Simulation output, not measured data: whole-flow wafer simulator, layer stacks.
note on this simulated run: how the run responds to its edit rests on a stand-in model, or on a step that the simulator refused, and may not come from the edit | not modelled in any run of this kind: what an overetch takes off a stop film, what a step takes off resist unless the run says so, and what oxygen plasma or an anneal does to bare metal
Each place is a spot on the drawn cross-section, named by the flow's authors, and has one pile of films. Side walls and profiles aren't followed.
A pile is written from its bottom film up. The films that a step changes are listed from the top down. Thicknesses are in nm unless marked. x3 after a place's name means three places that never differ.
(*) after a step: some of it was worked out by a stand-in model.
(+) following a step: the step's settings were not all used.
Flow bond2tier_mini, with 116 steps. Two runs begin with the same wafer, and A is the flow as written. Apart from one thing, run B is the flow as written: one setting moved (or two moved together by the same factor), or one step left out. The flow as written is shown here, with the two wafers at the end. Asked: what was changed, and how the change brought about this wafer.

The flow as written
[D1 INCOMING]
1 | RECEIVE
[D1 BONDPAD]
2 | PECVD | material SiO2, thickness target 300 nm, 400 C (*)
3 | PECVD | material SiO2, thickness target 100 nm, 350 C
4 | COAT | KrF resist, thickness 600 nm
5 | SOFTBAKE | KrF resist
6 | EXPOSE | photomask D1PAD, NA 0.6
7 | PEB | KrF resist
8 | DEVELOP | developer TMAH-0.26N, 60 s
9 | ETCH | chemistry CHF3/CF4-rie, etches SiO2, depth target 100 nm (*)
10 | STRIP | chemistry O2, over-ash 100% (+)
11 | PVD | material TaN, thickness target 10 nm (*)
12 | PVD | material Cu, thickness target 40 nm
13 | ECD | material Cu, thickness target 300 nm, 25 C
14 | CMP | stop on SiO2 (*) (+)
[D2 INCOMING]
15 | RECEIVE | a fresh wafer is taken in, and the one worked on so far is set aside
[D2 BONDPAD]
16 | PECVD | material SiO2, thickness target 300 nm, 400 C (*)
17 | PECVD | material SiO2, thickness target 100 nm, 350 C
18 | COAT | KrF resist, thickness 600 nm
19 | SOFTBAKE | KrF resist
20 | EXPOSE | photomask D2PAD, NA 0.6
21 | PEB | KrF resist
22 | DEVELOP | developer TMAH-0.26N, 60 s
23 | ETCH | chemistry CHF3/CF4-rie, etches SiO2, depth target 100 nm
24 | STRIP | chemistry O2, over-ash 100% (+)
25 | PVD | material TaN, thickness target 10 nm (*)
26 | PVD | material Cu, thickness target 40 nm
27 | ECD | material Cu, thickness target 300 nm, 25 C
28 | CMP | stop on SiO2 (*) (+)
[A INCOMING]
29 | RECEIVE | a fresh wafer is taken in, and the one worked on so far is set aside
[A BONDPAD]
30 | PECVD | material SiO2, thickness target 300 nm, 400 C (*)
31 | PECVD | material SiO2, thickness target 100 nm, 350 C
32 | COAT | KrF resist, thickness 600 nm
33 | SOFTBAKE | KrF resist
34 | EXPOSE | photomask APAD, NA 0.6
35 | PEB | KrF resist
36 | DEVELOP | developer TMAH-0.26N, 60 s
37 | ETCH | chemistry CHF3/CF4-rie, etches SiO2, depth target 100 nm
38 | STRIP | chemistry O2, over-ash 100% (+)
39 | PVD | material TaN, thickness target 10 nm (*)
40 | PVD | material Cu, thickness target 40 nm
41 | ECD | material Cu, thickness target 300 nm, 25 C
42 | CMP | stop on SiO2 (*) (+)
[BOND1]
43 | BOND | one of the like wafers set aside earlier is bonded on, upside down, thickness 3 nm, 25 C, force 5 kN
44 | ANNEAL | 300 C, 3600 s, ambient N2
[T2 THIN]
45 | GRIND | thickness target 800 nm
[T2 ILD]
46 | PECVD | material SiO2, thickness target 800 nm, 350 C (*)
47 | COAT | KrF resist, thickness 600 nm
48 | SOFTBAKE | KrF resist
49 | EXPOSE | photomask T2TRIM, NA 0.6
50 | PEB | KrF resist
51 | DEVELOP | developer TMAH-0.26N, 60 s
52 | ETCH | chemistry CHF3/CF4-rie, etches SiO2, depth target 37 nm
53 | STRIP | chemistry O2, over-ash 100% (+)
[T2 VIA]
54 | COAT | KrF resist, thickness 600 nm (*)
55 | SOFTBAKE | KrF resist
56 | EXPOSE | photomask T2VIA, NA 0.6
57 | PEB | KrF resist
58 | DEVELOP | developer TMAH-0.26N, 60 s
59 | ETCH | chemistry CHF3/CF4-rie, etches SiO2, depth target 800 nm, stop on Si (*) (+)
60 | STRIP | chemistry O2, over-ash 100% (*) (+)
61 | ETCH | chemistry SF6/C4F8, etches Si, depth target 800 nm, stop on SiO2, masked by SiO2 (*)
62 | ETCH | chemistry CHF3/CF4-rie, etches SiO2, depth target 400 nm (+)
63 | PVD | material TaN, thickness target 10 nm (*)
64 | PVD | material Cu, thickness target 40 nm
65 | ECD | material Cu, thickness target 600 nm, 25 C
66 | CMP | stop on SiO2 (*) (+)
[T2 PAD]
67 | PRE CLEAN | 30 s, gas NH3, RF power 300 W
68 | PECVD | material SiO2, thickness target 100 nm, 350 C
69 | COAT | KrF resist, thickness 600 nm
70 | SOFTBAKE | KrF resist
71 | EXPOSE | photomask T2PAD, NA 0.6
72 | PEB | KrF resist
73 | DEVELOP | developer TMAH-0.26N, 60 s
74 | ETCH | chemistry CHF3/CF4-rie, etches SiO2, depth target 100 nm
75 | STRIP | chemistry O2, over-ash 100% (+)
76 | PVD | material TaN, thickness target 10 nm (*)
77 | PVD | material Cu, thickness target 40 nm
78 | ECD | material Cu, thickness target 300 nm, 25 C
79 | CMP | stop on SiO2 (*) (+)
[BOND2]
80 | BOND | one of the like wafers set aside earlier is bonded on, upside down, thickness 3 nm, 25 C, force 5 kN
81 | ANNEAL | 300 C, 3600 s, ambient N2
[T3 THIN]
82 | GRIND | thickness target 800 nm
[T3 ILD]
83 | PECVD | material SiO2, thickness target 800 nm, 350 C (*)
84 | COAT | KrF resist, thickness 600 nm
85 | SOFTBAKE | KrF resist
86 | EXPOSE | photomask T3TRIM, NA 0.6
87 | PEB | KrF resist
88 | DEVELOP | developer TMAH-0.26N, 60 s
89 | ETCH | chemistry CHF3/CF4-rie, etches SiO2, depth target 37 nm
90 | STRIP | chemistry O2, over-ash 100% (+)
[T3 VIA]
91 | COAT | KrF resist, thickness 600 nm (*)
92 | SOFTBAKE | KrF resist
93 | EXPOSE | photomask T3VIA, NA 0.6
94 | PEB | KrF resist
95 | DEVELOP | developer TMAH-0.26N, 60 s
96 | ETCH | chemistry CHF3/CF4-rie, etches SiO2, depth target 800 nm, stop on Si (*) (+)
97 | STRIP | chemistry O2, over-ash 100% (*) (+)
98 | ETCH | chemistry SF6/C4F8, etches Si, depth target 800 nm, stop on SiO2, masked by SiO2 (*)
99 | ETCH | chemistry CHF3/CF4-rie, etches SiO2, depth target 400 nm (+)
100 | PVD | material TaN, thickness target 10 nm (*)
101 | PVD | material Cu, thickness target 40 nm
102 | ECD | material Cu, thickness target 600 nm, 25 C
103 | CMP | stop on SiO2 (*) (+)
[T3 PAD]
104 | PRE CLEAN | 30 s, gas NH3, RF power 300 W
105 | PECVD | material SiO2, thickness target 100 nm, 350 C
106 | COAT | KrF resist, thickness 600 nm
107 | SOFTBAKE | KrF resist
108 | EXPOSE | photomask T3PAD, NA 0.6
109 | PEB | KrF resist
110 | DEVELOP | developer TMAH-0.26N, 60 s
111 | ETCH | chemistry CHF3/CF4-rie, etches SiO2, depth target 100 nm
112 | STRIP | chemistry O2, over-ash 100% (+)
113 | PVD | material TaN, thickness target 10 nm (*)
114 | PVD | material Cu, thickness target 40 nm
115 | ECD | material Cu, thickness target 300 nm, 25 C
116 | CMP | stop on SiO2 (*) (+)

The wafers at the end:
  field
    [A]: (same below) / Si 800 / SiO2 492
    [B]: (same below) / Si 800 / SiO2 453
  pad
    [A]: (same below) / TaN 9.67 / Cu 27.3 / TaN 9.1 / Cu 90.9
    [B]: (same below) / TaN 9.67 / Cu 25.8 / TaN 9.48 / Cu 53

The reason: step 105, PECVD: thickness target 61 nm was run, though the flow has thickness target 100 nm.

The path from the change to this, step by step:
  105 | PECVD | material SiO2, thickness target 100 nm, 350 C
      field: A SiO2 gains 100 | B SiO2 gains 61
      pad: A SiO2 gains 100 (new film) | B SiO2 gains 61 (new film)
  111 | ETCH | chemistry CHF3/CF4-rie, etches SiO2, depth target 100 nm
      pad: A SiO2 loses 100 (all of it) | B SiO2 loses 61 (all of it), Cu loses 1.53
      field: A KrF resist loses 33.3 | B KrF resist loses 30.5
  114 | PVD | material Cu, thickness target 40 nm
      pad: A Cu gains 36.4 (new film) | B Cu gains 37.7 (new film)
  115 | ECD | material Cu, thickness target 300 nm, 25 C
      pad: A Cu gains 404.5 | B Cu gains 365.3
